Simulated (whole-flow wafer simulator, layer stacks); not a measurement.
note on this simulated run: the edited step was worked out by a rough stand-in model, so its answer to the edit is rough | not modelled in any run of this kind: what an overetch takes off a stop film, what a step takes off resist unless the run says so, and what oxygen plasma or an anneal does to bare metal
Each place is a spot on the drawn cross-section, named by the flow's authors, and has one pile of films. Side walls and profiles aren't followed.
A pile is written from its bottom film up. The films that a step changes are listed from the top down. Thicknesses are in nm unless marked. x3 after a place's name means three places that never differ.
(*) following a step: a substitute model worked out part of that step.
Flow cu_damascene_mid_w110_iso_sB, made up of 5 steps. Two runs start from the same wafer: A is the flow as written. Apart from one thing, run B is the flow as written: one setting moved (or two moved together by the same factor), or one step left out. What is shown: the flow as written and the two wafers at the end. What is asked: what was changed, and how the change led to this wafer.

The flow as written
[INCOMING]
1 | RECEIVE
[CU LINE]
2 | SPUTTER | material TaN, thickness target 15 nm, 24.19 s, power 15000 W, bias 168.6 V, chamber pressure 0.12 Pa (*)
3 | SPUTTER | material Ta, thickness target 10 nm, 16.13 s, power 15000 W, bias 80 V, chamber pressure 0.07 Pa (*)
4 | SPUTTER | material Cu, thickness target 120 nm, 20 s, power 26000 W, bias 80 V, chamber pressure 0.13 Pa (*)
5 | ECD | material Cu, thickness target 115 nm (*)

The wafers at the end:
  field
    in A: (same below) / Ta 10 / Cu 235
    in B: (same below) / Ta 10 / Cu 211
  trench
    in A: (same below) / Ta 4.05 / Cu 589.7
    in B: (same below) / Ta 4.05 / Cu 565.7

The reason: step 4, SPUTTER: thickness target 96 nm was run, though the flow has thickness target 120 nm.

The path from the change to this, step by step:
  4 | SPUTTER | material Cu, thickness target 120 nm, 20 s, power 26000 W, bias 80 V, chamber pressure 0.13 Pa (*)
      field: A Cu gains 120 (new film) | B Cu gains 96 (new film)
      trench: A Cu gains 49.9 (new film) | B Cu gains 39.9 (new film)
  5 | ECD | material Cu, thickness target 115 nm (*)
      trench: A Cu gains 539.8 | B Cu gains 525.8
